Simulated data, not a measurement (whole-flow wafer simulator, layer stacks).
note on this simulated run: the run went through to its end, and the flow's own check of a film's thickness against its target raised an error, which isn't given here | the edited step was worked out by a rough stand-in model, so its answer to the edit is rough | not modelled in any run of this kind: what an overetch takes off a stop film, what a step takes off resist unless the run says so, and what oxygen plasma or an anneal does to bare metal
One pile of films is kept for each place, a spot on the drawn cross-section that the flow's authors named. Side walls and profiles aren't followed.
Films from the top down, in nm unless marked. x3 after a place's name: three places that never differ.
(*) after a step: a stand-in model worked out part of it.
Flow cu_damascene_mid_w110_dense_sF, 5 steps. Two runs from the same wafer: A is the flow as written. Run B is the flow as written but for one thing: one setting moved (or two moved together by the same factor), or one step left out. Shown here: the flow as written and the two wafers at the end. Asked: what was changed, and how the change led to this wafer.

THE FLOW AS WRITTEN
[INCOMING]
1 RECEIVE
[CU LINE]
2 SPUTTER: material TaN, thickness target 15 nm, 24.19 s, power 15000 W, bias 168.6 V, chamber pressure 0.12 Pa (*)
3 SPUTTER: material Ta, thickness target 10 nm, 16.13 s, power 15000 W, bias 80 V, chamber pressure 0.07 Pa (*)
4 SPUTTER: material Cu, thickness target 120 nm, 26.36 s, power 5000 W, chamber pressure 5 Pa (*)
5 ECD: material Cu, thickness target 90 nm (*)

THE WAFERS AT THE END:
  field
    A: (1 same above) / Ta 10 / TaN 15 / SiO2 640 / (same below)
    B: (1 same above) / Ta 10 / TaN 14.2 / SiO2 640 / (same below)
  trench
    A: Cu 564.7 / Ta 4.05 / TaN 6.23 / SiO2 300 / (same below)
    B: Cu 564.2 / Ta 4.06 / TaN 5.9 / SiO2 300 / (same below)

The cause: step 2, SPUTTER: thickness target 14.2 nm was run, where the flow has thickness target 15 nm; step 2, SPUTTER: 22.98 s was run, where the flow has 24.19 s.
It can be read off the wafer: field has TaN 14.2, and step 2 as written asks for 15 nm.

How the change led to this, step by step:
  2 SPUTTER: material TaN, thickness target 15 nm, 24.19 s, power 15000 W, bias 168.6 V, chamber pressure 0.12 Pa (*)
      field: A TaN +15 (new film) | B TaN +14.2 (new film)
